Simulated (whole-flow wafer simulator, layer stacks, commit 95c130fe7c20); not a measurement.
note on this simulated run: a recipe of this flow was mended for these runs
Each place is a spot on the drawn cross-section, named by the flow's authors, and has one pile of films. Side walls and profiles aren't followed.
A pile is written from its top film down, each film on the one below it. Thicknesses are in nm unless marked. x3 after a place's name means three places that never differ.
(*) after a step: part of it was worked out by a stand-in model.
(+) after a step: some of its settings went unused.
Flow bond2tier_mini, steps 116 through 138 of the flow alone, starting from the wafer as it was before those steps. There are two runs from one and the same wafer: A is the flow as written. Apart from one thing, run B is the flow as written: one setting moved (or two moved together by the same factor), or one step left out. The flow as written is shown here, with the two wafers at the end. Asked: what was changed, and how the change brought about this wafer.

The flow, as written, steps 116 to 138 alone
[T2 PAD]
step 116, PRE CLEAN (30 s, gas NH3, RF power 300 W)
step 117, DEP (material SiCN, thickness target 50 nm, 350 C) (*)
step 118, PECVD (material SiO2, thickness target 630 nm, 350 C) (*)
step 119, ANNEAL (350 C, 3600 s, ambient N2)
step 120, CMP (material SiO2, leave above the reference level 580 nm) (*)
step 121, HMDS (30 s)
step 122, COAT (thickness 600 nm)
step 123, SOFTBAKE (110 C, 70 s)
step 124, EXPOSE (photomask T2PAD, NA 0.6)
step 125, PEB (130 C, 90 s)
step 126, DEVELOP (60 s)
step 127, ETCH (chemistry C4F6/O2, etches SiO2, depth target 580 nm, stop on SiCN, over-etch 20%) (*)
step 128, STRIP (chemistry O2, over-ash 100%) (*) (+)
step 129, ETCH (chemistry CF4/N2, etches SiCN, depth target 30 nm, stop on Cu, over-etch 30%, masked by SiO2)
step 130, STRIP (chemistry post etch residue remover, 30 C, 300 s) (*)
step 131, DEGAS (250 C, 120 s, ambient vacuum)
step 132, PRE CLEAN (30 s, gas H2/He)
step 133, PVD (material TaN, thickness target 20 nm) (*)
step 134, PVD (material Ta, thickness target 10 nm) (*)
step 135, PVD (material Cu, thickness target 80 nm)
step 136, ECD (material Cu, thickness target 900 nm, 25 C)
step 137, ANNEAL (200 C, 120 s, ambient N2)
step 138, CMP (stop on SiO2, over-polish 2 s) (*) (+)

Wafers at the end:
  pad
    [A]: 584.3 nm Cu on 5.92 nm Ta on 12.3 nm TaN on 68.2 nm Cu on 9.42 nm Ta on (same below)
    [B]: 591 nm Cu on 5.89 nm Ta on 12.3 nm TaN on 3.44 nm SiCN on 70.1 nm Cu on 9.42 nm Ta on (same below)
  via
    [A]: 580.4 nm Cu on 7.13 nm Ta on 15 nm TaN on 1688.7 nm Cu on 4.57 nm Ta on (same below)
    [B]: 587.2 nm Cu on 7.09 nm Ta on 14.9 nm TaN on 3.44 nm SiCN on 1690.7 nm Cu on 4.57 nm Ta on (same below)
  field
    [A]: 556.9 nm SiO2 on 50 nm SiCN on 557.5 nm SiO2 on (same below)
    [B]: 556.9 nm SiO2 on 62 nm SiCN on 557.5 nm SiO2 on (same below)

Cause: step 117, DEP: thickness target 62 nm was run, while the flow as written has thickness target 50 nm.
One can read it off the wafer: field has SiCN 62, and step 117 as written asks for 50 nm.

Step by step, how the change led to this:
  step 117, DEP (material SiCN, thickness target 50 nm, 350 C) (*)
      field, pad, via: A SiCN gains 50 (new film) | B SiCN gains 62 (new film)
  step 129, ETCH (chemistry CF4/N2, etches SiCN, depth target 30 nm, stop on Cu, over-etch 30%, masked by SiO2)
      pad, via: A SiCN loses 30.4 (all of it), Cu loses 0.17 | B SiCN loses 39
  step 130, STRIP (chemistry post etch residue remover, 30 C, 300 s) (*)
      pad, via: A Cu loses 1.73 | B nothing
If metal films that touch count as one body, pad has 3 bodies (between them, from the top down: SiCN 3.44; SiO2 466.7 / Si 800 / chemical SiO2 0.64 / SiO2 300 / SiCN 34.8); the flow as written gives 2 bodies (between them, from the top down: SiO2 466.7 / Si 800 / chemical SiO2 0.64 / SiO2 300 / SiCN 34.8).
If metal films that touch count as one body, via has 2 bodies (between them, from the top down: SiCN 3.44); the flow as written gives 1 body.
